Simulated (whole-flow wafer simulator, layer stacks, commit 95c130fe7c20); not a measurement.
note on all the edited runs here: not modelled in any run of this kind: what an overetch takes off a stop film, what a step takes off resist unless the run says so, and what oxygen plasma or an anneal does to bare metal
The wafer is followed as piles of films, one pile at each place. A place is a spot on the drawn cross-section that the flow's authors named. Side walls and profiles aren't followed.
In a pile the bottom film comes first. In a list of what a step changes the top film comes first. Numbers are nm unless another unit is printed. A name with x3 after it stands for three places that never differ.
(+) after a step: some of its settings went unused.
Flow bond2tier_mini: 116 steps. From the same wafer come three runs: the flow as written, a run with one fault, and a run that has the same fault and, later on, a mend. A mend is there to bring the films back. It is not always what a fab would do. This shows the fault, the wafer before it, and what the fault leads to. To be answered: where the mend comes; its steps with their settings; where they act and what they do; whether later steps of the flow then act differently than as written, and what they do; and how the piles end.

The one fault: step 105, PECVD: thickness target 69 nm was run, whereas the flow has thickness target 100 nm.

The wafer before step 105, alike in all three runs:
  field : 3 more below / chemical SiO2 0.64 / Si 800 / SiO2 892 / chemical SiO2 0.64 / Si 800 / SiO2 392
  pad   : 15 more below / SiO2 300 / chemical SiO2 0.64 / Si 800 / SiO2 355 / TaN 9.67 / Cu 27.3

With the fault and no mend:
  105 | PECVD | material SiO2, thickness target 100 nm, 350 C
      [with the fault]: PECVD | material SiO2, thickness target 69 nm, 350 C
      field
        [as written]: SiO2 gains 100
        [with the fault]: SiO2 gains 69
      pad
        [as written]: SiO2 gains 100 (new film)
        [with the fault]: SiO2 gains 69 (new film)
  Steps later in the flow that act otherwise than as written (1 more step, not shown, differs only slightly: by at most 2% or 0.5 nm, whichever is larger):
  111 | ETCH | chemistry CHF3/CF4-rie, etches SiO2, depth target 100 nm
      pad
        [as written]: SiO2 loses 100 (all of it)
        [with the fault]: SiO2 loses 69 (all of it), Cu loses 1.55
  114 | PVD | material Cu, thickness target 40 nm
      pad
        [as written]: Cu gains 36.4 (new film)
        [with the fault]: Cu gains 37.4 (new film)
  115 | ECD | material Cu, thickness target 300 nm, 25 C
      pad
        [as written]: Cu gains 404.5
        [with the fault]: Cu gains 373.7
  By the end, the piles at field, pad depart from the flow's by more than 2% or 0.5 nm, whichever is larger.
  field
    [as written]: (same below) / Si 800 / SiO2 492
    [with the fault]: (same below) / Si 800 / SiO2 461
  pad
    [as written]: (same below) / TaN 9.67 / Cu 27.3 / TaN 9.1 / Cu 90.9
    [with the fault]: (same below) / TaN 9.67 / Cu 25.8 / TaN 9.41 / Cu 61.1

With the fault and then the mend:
  The mend stands after step 110.
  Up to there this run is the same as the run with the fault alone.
  110a | STRIP | chemistry O2, over-ash 100% (+)
      field
        KrF resist loses 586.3 (all of it)
  110b | PECVD | material SiO2, thickness target 31 nm, 350 C (the flow's step 105, run once more with other settings)
      field, pad
        SiO2 gains 31
  110c | COAT | KrF resist, thickness 600 nm (the flow's step 106, run once more)
      field, pad
        KrF resist gains 600 (new film)
  110d | SOFTBAKE | KrF resist (the flow's step 107, run once more)
      leaves every film unchanged at each place that is followed
  110e | EXPOSE | photomask T3PAD, NA 0.6 (the flow's step 108, run once more)
      leaves every film unchanged at each place that is followed
  110f | PEB | KrF resist (the flow's step 109, run once more)
      leaves every film unchanged at each place that is followed
  110g | DEVELOP | developer TMAH-0.26N, 60 s (the flow's step 110, run once more)
      field
        KrF resist loses 13.7
      pad
        KrF resist loses 600 (all of it)
  Every later step of the flow that is run acts as written at every place that is followed.
  By the end, the piles equal the flow's at every place that both follow.
